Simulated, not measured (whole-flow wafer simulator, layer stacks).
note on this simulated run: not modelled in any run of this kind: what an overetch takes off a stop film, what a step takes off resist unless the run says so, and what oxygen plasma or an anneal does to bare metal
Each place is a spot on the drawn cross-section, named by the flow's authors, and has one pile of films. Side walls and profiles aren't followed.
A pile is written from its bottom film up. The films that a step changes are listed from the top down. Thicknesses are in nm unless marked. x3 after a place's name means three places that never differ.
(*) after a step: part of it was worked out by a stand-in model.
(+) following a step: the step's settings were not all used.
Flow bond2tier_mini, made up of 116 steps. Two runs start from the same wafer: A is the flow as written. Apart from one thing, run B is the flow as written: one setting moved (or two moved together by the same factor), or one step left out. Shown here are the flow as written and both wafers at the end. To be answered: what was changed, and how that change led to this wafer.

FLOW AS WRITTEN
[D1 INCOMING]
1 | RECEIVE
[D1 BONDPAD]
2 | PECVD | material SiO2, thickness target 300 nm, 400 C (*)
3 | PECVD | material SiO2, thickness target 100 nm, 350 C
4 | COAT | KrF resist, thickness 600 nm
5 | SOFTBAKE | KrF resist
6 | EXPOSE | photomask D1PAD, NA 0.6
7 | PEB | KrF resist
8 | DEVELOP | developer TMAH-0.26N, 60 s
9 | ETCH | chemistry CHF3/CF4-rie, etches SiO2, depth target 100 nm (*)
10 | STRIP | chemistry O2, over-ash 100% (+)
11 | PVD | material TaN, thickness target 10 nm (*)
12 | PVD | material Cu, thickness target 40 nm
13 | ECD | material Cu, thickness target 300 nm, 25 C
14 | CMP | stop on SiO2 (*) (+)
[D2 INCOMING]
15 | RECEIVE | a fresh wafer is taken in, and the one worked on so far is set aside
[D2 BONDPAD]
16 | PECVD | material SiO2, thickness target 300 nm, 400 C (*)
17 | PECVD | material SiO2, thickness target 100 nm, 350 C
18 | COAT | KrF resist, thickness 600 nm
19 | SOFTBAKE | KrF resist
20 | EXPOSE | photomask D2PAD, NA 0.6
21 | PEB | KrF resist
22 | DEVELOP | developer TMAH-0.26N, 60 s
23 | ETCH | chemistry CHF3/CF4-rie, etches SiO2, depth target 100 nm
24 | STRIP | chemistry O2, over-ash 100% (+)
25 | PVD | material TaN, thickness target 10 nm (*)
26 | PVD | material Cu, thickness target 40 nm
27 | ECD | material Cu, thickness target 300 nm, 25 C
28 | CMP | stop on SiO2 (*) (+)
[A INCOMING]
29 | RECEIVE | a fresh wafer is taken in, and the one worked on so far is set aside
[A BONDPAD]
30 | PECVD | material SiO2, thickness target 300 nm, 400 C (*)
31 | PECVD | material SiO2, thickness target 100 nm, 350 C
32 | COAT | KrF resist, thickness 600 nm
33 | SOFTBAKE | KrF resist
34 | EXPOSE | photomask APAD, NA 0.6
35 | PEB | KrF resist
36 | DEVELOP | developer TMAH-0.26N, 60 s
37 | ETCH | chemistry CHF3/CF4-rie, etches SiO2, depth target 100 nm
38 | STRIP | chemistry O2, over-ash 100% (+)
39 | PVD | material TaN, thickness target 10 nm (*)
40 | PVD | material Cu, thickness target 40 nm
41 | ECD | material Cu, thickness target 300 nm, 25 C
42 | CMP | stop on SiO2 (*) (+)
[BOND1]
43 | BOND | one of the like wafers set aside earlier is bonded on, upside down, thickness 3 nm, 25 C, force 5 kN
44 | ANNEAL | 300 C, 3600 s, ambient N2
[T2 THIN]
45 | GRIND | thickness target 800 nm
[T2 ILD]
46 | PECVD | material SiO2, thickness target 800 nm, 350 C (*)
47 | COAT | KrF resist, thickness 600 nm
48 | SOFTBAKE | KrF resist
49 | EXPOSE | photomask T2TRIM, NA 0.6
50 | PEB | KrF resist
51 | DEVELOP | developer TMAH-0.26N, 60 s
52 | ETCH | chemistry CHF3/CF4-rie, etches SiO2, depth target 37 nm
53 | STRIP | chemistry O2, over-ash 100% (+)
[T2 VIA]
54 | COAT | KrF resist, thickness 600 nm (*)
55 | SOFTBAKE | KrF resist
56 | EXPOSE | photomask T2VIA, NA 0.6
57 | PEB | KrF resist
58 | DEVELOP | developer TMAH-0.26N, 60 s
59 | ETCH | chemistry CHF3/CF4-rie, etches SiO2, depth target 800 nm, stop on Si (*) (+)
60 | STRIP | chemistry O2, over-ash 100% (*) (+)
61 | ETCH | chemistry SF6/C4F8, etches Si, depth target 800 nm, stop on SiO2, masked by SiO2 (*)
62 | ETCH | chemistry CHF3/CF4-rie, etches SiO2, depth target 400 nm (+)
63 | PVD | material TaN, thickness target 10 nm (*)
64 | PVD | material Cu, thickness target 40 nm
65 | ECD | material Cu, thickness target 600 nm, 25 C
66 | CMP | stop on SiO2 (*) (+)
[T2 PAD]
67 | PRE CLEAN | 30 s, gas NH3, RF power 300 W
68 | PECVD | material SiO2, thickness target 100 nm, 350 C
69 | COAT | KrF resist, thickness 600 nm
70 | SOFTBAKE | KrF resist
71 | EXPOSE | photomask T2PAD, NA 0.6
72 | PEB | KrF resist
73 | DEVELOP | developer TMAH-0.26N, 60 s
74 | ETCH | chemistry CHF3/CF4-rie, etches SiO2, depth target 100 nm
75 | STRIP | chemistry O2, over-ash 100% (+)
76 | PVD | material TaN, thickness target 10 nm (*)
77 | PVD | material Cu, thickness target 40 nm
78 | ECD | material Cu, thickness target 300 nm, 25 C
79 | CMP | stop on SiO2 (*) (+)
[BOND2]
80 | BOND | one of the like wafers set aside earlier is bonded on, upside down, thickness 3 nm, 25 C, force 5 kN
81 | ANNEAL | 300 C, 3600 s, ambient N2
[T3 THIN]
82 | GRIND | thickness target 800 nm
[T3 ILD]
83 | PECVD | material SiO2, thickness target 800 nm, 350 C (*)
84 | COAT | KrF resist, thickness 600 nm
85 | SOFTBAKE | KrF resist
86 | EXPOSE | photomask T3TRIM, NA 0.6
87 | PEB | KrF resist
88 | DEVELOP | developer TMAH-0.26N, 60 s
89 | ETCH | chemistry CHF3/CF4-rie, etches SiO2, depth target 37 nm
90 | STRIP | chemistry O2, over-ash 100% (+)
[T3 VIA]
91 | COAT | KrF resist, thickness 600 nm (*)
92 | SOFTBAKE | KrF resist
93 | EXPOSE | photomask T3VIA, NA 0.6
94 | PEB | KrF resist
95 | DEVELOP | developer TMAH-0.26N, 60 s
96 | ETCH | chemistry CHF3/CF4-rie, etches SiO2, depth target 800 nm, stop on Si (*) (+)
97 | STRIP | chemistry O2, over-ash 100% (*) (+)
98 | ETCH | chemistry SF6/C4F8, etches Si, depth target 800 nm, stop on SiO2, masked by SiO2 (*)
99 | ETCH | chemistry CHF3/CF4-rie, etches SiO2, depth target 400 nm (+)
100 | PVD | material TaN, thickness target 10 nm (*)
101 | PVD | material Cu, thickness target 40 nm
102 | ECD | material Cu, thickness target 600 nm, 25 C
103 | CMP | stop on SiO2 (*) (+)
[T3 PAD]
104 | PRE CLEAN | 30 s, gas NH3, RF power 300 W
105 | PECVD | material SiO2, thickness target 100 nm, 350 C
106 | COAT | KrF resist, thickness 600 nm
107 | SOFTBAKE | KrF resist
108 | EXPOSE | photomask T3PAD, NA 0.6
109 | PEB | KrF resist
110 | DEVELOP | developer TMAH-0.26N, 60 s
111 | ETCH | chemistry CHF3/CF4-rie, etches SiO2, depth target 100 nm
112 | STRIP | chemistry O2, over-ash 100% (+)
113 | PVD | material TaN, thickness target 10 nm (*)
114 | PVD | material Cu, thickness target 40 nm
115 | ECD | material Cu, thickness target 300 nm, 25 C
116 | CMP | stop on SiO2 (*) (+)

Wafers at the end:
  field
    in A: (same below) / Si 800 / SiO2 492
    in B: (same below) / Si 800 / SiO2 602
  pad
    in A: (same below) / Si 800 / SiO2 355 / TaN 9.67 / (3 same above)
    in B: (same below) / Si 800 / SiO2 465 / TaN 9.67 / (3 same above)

The reason: step 99, ETCH: depth target 290 nm was run, while the flow as written has depth target 400 nm.

Step by step, how the change led to this:
  99 | ETCH | chemistry CHF3/CF4-rie, etches SiO2, depth target 400 nm (+)
      field, pad: A SiO2 loses 400 | B SiO2 loses 290
